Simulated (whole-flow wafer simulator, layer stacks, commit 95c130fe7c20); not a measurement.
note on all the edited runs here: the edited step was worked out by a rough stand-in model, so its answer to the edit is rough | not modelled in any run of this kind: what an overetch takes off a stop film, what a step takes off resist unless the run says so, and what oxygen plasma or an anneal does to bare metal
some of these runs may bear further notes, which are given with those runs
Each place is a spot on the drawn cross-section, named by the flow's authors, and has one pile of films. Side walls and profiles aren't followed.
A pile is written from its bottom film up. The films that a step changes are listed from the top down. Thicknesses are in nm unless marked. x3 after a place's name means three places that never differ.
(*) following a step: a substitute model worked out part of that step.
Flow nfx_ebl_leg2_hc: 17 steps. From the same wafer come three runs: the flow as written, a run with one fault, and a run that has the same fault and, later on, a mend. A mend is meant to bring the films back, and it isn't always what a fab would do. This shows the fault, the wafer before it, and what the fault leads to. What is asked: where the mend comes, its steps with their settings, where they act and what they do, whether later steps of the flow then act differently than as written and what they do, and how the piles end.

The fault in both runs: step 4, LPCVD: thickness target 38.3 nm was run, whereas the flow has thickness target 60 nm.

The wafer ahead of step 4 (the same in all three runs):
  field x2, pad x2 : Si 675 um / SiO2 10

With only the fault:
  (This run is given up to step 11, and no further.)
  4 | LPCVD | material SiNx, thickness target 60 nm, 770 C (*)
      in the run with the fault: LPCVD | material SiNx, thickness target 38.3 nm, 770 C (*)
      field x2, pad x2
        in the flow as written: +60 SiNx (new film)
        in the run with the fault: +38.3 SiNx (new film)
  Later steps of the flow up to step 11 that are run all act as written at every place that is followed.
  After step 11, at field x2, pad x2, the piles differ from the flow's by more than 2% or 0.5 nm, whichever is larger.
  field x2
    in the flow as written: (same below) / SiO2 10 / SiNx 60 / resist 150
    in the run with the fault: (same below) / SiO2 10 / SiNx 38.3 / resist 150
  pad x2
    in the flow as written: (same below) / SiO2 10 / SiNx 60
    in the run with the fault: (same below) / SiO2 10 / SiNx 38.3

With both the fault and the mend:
  The mend follows step 11.
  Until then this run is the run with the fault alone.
  11a | STRIP | resist, chemistry O2, 25 C (*)
      field x2
        -150 resist (all of it)
  11b | CLEAN | chemistry SC1/SC2 (*) (the flow's step 2 again)
      alters no film at any place that is followed
  11c | LPCVD | material SiNx, thickness target 21.7 nm, 770 C (*) (the flow's step 4 again, with other settings)
      field x2, pad x2
        +21.7 SiNx
  11d | DEHYDRATE | 180 C, 120 s (the flow's step 6 again)
      alters no film at any place that is followed
  11e | COAT | resist, thickness 150 nm (the flow's step 7 again)
      field x2, pad x2
        +150 resist (new film)
  11f | SOFTBAKE | resist, 150 C, 60 s (the flow's step 8 again)
      alters no film at any place that is followed
  11g | EXPOSE | PMMA, thickness 150 nm, photomask GRATING (*) (the flow's step 9 again)
      alters no film at any place that is followed
  11h | DEVELOP | resist, thickness 150 nm, developer developer-C-546, 60 s (*) (the flow's step 10 again)
      pad x2
        -150 resist (all of it)
  Later steps of the flow that are run all act as written at every place that is followed.
  The piles end the same as the flow's at every place that both follow.
